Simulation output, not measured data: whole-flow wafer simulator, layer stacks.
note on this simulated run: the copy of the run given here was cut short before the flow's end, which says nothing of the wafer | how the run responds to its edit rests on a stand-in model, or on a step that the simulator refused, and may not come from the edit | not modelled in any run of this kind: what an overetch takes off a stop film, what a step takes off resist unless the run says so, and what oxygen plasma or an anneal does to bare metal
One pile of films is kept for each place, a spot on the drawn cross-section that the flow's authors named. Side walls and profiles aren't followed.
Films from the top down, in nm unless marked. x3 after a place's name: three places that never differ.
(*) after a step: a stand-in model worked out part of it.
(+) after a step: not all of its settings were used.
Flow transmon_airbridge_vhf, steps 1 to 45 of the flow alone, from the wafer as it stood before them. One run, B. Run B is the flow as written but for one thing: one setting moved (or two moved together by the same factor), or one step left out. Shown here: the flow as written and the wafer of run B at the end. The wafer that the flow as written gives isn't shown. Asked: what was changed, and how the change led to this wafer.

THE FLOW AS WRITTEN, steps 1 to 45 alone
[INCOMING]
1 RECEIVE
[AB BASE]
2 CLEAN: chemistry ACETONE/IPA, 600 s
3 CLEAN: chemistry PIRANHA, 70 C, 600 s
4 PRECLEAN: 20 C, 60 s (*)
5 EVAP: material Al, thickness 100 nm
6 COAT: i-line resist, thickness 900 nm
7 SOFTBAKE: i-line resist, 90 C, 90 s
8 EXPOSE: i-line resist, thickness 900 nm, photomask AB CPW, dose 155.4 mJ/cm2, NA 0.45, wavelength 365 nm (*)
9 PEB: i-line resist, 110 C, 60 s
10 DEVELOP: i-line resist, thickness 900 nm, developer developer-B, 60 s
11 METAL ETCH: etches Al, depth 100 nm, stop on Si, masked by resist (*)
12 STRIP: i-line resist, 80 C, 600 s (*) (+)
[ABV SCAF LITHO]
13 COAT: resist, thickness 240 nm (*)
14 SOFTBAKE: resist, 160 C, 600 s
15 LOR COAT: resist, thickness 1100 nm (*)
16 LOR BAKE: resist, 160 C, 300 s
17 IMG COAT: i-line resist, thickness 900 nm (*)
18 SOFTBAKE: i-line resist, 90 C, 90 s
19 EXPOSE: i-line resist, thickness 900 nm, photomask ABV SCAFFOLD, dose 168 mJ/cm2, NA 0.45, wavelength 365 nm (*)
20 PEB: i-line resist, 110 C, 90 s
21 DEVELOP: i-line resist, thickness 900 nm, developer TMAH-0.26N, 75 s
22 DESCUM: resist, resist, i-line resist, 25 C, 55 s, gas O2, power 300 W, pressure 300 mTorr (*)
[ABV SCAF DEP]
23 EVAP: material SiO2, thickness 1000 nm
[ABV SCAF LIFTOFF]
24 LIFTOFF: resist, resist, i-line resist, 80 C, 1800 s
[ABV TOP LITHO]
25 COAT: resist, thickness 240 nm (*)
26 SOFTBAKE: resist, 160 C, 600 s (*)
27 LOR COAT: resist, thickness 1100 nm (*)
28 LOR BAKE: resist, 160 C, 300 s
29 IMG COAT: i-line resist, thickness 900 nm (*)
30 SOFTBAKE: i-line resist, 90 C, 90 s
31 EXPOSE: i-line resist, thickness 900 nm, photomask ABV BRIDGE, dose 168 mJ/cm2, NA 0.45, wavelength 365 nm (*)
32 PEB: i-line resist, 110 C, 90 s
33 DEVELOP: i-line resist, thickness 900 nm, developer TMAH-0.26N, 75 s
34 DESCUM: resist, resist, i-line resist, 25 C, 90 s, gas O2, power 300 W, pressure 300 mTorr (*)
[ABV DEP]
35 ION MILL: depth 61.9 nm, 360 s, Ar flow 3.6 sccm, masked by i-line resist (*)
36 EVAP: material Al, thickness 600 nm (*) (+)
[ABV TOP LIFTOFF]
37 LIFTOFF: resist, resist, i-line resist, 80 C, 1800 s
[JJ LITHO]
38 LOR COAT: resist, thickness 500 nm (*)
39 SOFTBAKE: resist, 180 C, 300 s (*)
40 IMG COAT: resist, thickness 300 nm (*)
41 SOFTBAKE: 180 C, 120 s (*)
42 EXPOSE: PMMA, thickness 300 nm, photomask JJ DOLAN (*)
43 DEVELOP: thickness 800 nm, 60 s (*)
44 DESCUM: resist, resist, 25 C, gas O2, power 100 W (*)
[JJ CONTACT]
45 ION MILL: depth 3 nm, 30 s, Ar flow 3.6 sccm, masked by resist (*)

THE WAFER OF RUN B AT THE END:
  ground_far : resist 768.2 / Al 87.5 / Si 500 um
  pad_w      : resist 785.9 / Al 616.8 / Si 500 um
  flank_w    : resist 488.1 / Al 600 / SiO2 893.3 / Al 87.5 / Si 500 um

The cause: step 5, EVAP: thickness 87.5 nm was run, where the flow has thickness 100 nm.
It can be read off the wafer: ground_far has Al 87.5, and step 5 as written asks for 100 nm.

How the change led to this, step by step:
  5 EVAP: material Al, thickness 100 nm
      field x3, jj_line, ground_far and 12 more: Al +87.5 (new film) (as written it would be: Al +100 (new film))
  11 METAL ETCH: etches Al, depth 100 nm, stop on Si, masked by resist (*)
      field x3, jj_line, gap_w, gap_e: Al -87.5 (all of it) (as written it would be: Al -100 (all of it))
